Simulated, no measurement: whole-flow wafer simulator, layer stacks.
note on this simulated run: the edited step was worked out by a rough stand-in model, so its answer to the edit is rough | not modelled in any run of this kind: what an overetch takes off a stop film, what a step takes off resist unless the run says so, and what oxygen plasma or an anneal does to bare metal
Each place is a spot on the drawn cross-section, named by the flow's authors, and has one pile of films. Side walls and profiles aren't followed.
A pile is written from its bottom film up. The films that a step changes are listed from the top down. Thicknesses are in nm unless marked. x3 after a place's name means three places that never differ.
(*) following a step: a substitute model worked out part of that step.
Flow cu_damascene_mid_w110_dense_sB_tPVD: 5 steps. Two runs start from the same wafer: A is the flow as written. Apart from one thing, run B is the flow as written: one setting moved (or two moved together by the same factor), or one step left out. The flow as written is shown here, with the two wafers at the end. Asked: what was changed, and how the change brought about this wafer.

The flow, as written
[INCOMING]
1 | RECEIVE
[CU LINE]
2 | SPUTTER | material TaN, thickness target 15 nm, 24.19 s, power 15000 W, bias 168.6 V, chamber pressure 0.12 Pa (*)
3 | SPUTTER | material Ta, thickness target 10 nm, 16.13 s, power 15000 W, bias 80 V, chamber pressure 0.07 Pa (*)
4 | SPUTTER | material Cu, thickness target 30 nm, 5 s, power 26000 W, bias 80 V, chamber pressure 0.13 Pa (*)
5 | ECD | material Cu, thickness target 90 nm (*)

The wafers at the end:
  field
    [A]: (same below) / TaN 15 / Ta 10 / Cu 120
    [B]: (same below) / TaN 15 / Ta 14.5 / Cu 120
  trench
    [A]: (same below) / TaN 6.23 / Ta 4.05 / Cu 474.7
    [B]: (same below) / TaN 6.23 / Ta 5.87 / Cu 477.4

What caused this: step 3, SPUTTER: thickness target 14.5 nm was run, while the flow as written has thickness target 10 nm; step 3, SPUTTER: 23.39 s was run, where the flow has 16.13 s.
The wafer lets one read it off: field has Ta 14.5, and step 3 as written asks for 10 nm.

Step by step, how the change led to this:
  3 | SPUTTER | material Ta, thickness target 10 nm, 16.13 s, power 15000 W, bias 80 V, chamber pressure 0.07 Pa (*)
      field: A +10 Ta (new film) | B +14.5 Ta (new film)
      trench: A +4.05 Ta (new film) | B +5.87 Ta (new film)
